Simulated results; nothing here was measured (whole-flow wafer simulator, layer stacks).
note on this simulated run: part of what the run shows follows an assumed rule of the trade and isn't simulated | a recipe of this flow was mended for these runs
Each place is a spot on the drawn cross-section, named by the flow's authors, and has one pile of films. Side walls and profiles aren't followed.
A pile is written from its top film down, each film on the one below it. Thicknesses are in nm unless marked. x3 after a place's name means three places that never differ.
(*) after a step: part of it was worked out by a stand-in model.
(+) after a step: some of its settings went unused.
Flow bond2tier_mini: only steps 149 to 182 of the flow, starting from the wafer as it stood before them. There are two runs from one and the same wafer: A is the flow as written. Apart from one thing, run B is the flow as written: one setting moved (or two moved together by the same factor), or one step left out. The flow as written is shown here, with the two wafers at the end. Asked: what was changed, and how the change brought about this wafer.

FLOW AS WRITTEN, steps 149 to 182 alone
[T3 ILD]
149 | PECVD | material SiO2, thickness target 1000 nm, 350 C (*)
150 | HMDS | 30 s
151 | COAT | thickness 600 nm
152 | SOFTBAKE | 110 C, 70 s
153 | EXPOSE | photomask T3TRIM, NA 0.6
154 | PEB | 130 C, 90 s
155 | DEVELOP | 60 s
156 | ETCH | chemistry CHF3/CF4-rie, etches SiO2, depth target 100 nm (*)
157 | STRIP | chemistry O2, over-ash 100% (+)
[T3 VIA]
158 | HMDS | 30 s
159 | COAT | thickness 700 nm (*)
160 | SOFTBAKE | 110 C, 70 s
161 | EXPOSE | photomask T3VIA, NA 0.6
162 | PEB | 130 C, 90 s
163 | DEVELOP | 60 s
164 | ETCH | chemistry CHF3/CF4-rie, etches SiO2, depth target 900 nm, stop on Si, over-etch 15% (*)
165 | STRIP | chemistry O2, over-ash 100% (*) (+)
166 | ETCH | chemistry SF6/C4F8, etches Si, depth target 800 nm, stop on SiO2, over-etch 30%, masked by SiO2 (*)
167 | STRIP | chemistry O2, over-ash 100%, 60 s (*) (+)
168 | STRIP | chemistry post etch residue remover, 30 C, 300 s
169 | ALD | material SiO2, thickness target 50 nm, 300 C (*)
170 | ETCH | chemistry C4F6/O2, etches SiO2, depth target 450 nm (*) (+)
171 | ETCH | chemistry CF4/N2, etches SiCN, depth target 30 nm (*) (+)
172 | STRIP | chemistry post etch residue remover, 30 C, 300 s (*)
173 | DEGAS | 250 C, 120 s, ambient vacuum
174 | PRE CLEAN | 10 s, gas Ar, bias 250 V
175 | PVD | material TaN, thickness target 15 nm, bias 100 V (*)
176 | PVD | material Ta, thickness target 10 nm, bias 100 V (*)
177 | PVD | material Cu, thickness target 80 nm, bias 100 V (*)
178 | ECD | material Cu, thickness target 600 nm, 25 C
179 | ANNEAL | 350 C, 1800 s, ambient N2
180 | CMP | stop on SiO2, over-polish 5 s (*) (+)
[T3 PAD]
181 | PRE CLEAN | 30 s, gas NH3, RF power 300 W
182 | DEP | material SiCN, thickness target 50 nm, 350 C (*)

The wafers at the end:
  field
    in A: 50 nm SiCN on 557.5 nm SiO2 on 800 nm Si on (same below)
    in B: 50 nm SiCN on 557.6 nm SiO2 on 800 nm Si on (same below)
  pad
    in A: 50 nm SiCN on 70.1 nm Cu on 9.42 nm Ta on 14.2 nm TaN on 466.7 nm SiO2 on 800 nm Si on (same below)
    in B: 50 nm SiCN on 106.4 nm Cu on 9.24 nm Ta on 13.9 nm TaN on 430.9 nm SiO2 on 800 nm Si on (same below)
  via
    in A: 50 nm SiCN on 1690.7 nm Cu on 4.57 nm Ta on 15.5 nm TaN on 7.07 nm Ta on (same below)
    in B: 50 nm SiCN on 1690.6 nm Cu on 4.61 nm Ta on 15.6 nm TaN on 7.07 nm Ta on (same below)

What caused this: step 156, ETCH: depth target 136 nm was run, though the flow has depth target 100 nm.

The path from the change to this, step by step:
  156 | ETCH | chemistry CHF3/CF4-rie, etches SiO2, depth target 100 nm (*)
      pad, via: A SiO2 loses 100 | B SiO2 loses 136
      field: A thick-KrF-resist loses 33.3 | B thick-KrF-resist loses 45.3
  157 | STRIP | chemistry O2, over-ash 100% (+)
      field: A thick-KrF-resist loses 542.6 (all of it) | B thick-KrF-resist loses 530.6 (all of it)
  159 | COAT | thickness 700 nm (*)
      field: A thick-KrF-resist gains 656.8 (new film) | B thick-KrF-resist gains 641.4 (new film)
      pad: A thick-KrF-resist gains 744.9 (new film) | B thick-KrF-resist gains 760.9 (new film)
  164 | ETCH | chemistry CHF3/CF4-rie, etches SiO2, depth target 900 nm, stop on Si, over-etch 15% (*)
      field, pad: A thick-KrF-resist loses 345 | B thick-KrF-resist loses 331.2
      via: A SiO2 loses 900 (all of it), Si loses 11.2 | B SiO2 loses 864 (all of it), Si loses 14.2
  165 | STRIP | chemistry O2, over-ash 100% (*) (+)
      pad: A thick-KrF-resist loses 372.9 (all of it) | B thick-KrF-resist loses 402.5 (all of it)
  178 | ECD | material Cu, thickness target 600 nm, 25 C
      pad: A Cu gains 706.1 | B Cu gains 744
